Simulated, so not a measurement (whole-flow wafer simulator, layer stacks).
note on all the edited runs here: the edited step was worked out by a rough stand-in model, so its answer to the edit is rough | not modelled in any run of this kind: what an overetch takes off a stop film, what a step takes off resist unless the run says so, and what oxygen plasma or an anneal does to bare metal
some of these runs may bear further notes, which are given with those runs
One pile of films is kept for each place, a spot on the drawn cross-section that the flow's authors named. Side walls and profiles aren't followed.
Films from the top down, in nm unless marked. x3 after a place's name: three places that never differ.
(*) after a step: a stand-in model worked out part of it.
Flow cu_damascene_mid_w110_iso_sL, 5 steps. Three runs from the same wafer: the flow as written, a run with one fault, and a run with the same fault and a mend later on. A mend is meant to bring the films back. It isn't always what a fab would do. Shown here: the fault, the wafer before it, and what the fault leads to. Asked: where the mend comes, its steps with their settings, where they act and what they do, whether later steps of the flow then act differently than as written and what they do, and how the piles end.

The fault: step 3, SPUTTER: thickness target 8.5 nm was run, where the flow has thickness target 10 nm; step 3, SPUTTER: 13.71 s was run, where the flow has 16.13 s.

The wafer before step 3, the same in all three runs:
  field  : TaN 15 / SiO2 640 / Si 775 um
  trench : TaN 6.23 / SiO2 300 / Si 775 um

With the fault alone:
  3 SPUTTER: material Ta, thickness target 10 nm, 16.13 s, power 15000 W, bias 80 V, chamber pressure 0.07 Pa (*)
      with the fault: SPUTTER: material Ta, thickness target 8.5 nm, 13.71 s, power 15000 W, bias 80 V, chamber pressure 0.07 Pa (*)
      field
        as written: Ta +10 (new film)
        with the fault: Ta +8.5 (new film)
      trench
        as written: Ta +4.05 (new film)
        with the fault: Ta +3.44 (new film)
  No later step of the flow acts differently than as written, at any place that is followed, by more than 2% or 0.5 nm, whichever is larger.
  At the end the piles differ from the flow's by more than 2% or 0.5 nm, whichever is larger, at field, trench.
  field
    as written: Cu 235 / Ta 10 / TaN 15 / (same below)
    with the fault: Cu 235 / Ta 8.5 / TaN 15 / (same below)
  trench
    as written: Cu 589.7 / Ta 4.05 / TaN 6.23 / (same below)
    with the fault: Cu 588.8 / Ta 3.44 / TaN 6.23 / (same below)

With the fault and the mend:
  The mend comes after step 3.
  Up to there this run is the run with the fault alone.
  3a SPUTTER: material Ta, thickness target 1.5 nm, 2.42 s, power 15000 W, bias 80 V, chamber pressure 0.07 Pa (*) (the flow's step 3 once more, with other settings)
      field
        Ta +1.5
      trench
        Ta +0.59
  No later step of the flow acts differently than as written at any place that is followed.
  At the end the piles differ from the flow's only slightly at the places that both follow, by at most 2% or 0.5 nm, whichever is larger.
